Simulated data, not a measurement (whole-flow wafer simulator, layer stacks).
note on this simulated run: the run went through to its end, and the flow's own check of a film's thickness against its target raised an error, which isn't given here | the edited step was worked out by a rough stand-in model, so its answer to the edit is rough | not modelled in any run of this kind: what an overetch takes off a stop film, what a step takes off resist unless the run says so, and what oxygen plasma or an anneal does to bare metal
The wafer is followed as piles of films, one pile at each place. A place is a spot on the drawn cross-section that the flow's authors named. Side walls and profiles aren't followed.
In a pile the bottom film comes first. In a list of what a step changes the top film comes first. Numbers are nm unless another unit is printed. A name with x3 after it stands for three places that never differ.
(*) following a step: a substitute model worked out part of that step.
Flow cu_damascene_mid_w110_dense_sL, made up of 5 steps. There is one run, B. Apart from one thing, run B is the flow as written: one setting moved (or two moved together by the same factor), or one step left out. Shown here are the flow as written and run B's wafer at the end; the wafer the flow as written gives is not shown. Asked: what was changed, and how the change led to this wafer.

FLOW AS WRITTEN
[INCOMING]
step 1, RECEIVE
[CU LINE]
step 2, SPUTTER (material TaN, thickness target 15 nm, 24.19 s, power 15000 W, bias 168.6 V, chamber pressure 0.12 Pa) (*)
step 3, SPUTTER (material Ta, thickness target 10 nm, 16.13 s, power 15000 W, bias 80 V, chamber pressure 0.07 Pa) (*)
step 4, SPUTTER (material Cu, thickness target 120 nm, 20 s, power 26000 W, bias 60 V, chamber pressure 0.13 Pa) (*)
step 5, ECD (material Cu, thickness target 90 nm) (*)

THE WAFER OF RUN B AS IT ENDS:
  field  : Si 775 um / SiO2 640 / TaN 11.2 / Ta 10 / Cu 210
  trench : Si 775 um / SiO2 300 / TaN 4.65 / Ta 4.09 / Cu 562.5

The reason: step 2, SPUTTER: thickness target 11.2 nm was run, whereas the flow has thickness target 15 nm; step 2, SPUTTER: 18.14 s was run, where the flow has 24.19 s.
The wafer lets one read it off: field has TaN 11.2, and step 2 as written asks for 15 nm.

How this came from the change, step by step:
  step 2, SPUTTER (material TaN, thickness target 15 nm, 24.19 s, power 15000 W, bias 168.6 V, chamber pressure 0.12 Pa) (*)
      field: +11.2 TaN (new film) (it would be, as written: +15 TaN (new film))
      trench: +4.65 TaN (new film) (it would be, as written: +6.23 TaN (new film))
